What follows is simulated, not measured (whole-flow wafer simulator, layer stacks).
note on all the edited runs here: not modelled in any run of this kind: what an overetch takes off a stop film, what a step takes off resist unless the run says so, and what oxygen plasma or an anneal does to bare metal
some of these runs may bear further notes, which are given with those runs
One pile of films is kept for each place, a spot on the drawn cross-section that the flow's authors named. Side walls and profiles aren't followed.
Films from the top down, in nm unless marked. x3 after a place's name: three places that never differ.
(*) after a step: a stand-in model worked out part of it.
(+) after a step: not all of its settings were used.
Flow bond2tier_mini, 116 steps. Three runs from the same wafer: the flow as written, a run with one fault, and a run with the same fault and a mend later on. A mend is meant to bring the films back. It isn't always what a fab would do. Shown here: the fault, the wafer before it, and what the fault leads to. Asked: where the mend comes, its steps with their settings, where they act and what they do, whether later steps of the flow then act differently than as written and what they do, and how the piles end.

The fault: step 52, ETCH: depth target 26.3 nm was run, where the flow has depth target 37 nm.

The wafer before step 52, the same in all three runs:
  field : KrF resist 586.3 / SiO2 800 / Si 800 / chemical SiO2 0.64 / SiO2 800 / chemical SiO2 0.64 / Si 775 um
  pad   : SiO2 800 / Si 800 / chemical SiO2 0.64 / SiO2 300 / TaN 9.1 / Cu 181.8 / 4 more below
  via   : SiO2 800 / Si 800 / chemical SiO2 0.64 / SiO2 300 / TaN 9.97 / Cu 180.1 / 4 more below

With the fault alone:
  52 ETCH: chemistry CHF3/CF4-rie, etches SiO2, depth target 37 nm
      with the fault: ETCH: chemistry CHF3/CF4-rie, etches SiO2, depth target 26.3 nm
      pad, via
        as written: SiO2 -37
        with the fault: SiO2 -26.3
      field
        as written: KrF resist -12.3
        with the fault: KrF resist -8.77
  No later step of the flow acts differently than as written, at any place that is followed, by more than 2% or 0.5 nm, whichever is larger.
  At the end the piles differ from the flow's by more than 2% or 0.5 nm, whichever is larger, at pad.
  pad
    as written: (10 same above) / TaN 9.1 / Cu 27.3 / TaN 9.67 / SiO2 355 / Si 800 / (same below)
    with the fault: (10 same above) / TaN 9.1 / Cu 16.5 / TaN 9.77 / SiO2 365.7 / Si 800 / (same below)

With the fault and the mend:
  The mend comes after step 53.
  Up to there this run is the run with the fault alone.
  53a COAT: KrF resist, thickness 600 nm (*) (the flow's step 47 once more)
      field
        KrF resist +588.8 (new film)
      pad
        KrF resist +611.6 (new film)
      via
        KrF resist +610.2 (new film)
  53b SOFTBAKE: KrF resist (the flow's step 48 once more)
      changes no film at any place that is followed
  53c EXPOSE: photomask T2TRIM, NA 0.6 (the flow's step 49 once more)
      changes no film at any place that is followed
  53d PEB: KrF resist (the flow's step 50 once more)
      changes no film at any place that is followed
  53e DEVELOP: developer TMAH-0.26N, 60 s (the flow's step 51 once more)
      field
        KrF resist -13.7
      pad
        KrF resist -611.6 (all of it)
      via
        KrF resist -610.2 (all of it)
  53f ETCH: chemistry CHF3/CF4-rie, etches SiO2, depth target 10.7 nm (the flow's step 52 once more, with other settings)
      pad, via
        SiO2 -10.7
      field
        KrF resist -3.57
  53g STRIP: chemistry O2, over-ash 100% (+) (the flow's step 53 once more)
      field
        KrF resist -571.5 (all of it)
  No later step of the flow acts differently than as written at any place that is followed.
  At the end the piles are the same as the flow's at every place that both follow.
